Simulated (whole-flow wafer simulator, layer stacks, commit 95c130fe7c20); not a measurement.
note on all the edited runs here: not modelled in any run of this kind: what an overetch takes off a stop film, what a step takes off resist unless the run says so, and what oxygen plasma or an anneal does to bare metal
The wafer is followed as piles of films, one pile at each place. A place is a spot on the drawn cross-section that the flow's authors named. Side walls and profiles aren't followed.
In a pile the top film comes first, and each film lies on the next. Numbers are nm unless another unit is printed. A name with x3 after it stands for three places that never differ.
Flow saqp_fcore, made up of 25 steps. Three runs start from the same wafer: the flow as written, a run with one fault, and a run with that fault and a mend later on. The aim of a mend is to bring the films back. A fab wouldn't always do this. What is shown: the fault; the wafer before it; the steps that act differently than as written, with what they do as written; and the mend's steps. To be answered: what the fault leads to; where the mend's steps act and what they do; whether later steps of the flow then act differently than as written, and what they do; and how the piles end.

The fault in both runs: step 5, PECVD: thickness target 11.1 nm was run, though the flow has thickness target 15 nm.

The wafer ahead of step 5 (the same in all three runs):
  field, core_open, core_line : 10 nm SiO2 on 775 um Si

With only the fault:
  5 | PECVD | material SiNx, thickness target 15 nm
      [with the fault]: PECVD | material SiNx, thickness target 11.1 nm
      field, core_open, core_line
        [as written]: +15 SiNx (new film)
        [with the fault]: +11.1 SiNx (new film)
  Later steps of the flow that are run all act as written at every place that is followed.
  The piles end different from the flow's at field, core_open, core_line by more than 2% or 0.5 nm, whichever is larger.
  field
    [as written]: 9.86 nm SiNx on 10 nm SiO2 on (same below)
    [with the fault]: 5.96 nm SiNx on 10 nm SiO2 on (same below)
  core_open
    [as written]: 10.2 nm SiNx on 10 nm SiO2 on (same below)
    [with the fault]: 6.28 nm SiNx on 10 nm SiO2 on (same below)
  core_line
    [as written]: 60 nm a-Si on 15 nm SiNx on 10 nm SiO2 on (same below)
    [with the fault]: 60 nm a-Si on 11.1 nm SiNx on 10 nm SiO2 on (same below)

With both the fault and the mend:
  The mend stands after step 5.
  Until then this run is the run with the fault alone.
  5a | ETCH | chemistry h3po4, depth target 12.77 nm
      field, core_open, core_line
        -11.1 SiNx (all of it)
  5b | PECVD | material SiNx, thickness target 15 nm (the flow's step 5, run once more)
      field, core_open, core_line
        +15 SiNx (new film)
  Later steps of the flow that are run all act as written at every place that is followed.
  The piles end the same as the flow's at every place that both follow.
